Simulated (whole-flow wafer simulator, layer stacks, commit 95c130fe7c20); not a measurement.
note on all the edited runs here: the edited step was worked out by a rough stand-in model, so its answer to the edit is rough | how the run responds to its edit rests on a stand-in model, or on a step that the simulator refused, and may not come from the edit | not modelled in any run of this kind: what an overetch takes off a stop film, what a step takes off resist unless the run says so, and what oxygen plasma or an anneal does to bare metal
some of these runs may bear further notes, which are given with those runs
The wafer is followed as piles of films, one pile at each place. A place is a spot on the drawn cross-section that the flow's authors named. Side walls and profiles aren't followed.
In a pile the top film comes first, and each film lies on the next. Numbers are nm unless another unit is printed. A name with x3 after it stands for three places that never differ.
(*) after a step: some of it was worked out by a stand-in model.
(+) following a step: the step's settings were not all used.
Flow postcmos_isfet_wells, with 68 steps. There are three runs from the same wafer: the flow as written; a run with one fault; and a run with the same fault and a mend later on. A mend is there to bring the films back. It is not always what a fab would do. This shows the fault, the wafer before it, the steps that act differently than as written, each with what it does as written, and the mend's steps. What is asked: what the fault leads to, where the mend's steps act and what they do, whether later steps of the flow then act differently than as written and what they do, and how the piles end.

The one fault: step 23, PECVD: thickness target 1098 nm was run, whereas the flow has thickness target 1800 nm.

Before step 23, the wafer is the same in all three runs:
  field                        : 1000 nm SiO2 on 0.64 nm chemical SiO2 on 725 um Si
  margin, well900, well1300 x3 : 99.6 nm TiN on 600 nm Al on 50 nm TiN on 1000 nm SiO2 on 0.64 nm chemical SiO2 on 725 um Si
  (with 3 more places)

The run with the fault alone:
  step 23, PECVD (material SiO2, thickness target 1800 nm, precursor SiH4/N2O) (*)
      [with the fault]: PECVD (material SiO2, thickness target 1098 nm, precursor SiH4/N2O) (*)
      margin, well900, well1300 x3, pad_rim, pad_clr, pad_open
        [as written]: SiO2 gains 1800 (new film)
        [with the fault]: SiO2 gains 1098 (new film)
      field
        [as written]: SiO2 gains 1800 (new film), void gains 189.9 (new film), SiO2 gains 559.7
        [with the fault]: SiO2 gains 1098 (new film), void gains 190.2 (new film), SiO2 gains 559.4
  Steps further on in the flow that do not act as written:
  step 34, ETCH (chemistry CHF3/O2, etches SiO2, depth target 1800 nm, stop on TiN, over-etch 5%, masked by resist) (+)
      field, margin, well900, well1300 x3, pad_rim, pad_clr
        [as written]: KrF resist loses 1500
        [with the fault]: KrF resist loses 960.8
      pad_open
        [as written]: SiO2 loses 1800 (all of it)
        [with the fault]: SiO2 loses 1098 (all of it)
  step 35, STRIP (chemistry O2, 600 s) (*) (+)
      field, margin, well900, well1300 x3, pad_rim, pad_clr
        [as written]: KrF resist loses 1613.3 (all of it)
        [with the fault]: KrF resist loses 2152.6 (all of it)
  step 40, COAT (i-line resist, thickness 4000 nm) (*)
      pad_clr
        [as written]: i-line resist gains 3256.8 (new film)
        [with the fault]: i-line resist gains 3480.3 (new film)
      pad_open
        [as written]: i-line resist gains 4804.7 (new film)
        [with the fault]: i-line resist gains 4551.5 (new film)
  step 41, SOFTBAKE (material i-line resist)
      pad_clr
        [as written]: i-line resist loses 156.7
        [with the fault]: i-line resist loses 91
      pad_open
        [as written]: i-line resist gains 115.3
        [with the fault]: i-line resist gains 82.3
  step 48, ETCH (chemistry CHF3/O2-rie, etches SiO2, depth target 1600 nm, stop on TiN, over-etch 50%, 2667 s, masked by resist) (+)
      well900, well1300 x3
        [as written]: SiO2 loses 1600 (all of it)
        [with the fault]: SiO2 loses 898 (all of it)
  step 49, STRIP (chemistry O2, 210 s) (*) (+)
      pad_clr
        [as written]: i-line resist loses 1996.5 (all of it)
        [with the fault]: i-line resist loses 2285.7 (all of it)
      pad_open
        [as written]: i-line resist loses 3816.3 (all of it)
        [with the fault]: i-line resist loses 3530.1 (all of it)
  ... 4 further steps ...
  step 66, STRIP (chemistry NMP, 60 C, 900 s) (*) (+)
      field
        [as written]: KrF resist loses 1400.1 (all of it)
        [with the fault]: KrF resist loses 1733.1 (all of it)
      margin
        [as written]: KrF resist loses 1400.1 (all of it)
        [with the fault]: KrF resist loses 1733 (all of it)
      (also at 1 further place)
  By the end, the piles at field, margin, pad_rim, pad_clr depart from the flow's by more than 2% or 0.5 nm, whichever is larger.
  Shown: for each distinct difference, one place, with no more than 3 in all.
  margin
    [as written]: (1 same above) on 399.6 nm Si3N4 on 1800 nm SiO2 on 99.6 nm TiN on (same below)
    [with the fault]: (1 same above) on 399.6 nm Si3N4 on 1098 nm SiO2 on 99.6 nm TiN on (same below)
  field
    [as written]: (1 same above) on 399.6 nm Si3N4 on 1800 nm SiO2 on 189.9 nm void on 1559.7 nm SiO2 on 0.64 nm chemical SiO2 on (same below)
    [with the fault]: (1 same above) on 399.6 nm Si3N4 on 1098 nm SiO2 on 190.2 nm void on 1559.4 nm SiO2 on 0.64 nm chemical SiO2 on (same below)
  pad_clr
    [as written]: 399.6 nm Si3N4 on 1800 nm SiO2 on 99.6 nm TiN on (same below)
    [with the fault]: 399.6 nm Si3N4 on 1098 nm SiO2 on 99.6 nm TiN on (same below)

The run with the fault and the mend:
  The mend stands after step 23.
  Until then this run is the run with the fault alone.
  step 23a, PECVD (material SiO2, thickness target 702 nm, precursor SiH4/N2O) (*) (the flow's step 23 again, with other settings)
      field, margin, well900, well1300 x3, pad_rim, pad_clr, pad_open
        SiO2 gains 702
  Later steps of the flow that are run all act as written at every place that is followed.
  At the end the piles are close to the flow's at the places that both follow, differing by at most 2% or 0.5 nm, whichever is larger.
